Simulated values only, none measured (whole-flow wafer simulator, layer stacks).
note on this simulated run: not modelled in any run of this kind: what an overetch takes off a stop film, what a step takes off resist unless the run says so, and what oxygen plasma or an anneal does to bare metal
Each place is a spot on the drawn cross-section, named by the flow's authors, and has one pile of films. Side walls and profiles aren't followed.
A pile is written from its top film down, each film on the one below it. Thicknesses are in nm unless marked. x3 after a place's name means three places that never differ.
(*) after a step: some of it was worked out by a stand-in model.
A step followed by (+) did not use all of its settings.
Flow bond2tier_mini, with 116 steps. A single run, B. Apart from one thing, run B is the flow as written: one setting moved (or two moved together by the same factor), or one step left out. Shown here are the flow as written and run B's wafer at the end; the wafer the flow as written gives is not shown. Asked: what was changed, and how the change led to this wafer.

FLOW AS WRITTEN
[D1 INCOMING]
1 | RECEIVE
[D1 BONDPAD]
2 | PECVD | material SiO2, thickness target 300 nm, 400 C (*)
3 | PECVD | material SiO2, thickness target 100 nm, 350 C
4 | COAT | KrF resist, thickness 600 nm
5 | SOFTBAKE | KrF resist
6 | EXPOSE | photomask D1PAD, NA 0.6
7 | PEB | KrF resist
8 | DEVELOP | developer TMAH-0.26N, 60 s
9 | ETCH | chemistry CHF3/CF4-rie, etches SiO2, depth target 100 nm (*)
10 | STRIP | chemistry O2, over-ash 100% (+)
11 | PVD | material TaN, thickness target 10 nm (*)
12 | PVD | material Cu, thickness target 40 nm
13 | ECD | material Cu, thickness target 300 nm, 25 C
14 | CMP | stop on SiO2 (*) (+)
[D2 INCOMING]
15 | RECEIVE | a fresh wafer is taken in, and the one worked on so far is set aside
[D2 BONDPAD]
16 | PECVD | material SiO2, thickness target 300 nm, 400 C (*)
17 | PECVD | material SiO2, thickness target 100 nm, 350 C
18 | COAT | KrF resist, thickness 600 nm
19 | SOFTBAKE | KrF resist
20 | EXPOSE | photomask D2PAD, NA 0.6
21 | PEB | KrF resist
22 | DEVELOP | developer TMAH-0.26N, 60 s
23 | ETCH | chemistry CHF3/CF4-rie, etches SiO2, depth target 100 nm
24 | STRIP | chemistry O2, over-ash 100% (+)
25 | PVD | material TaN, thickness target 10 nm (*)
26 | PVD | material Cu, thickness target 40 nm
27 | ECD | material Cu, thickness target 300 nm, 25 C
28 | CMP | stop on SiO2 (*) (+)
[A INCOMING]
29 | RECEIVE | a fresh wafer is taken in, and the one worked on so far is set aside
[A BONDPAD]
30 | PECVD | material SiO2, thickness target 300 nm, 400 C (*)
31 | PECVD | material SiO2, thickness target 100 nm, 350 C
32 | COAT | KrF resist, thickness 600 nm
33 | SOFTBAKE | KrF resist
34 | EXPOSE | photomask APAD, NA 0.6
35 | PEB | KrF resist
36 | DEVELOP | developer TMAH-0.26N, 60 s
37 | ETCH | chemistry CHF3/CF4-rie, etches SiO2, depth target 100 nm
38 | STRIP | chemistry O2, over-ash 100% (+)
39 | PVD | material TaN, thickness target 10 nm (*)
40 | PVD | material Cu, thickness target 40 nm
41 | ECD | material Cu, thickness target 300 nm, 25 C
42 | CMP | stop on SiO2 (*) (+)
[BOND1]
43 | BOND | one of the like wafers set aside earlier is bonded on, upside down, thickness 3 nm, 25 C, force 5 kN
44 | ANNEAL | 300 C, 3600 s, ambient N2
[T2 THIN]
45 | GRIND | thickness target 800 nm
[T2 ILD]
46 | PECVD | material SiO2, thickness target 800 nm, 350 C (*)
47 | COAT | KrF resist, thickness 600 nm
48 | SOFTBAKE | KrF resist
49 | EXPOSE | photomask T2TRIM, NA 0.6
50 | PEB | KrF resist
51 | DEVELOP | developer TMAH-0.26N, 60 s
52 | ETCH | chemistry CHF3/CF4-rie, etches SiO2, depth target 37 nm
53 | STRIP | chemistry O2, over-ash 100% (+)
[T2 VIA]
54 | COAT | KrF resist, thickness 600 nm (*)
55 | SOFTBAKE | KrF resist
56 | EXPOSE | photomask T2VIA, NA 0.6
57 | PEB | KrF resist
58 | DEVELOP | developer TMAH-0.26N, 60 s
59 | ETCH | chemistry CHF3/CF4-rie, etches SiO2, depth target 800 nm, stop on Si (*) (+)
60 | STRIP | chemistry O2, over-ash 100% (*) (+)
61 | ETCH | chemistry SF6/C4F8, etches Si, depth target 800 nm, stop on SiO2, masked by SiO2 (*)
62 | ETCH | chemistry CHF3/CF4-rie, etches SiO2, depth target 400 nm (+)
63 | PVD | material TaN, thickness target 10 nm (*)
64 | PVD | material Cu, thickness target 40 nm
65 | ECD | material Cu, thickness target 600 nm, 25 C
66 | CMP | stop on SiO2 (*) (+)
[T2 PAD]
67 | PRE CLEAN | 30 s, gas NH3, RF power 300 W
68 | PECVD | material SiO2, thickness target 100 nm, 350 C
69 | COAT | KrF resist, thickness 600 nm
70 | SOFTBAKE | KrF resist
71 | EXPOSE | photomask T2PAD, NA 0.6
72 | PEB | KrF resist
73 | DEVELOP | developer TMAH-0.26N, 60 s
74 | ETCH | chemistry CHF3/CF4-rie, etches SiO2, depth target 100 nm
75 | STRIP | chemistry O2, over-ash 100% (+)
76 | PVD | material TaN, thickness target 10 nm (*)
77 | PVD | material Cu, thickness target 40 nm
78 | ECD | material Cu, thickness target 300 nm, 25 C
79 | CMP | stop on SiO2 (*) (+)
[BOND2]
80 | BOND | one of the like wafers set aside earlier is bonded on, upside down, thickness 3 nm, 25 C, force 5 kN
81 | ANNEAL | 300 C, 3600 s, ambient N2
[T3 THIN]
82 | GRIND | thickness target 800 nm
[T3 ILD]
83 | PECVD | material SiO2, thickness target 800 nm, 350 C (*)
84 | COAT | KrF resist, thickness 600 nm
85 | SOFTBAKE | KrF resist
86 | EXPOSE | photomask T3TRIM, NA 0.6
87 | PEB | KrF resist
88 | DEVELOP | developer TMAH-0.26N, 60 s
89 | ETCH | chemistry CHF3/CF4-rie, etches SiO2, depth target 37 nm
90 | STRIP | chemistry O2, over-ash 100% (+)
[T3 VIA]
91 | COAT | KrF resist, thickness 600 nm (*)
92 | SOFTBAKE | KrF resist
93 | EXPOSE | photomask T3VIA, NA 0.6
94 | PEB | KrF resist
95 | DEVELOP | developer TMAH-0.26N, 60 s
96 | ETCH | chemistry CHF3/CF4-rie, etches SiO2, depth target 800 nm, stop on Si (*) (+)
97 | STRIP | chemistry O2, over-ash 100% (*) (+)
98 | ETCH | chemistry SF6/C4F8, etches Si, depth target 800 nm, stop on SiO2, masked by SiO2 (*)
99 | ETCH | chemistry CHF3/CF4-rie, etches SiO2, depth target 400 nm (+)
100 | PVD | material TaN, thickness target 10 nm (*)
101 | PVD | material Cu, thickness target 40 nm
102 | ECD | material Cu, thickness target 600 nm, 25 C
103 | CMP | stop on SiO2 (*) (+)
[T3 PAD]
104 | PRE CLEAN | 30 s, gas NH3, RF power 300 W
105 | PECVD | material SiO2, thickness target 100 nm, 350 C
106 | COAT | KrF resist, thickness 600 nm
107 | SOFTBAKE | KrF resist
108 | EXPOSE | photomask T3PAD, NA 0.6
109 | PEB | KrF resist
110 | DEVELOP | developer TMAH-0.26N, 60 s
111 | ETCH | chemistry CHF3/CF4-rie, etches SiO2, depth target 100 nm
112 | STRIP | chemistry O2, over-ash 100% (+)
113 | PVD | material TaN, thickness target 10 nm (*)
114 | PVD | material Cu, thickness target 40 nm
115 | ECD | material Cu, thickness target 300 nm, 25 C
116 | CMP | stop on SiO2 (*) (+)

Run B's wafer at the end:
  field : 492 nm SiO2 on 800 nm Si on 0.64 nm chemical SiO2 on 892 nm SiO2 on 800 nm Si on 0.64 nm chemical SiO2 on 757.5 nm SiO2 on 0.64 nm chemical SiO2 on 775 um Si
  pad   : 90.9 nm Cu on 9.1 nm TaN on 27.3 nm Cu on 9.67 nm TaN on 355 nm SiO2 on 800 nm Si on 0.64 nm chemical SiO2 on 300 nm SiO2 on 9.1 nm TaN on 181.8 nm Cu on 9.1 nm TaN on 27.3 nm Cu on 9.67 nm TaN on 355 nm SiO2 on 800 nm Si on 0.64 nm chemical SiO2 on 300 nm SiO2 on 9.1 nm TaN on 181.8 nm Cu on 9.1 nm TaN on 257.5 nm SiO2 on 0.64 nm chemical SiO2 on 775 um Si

What caused this: step 31, PECVD: thickness target 57.5 nm was run, though the flow has thickness target 100 nm.

How this came from the change, step by step:
  31 | PECVD | material SiO2, thickness target 100 nm, 350 C
      field, pad, via: SiO2 gains 57.5 (it would be, as written: SiO2 gains 100)
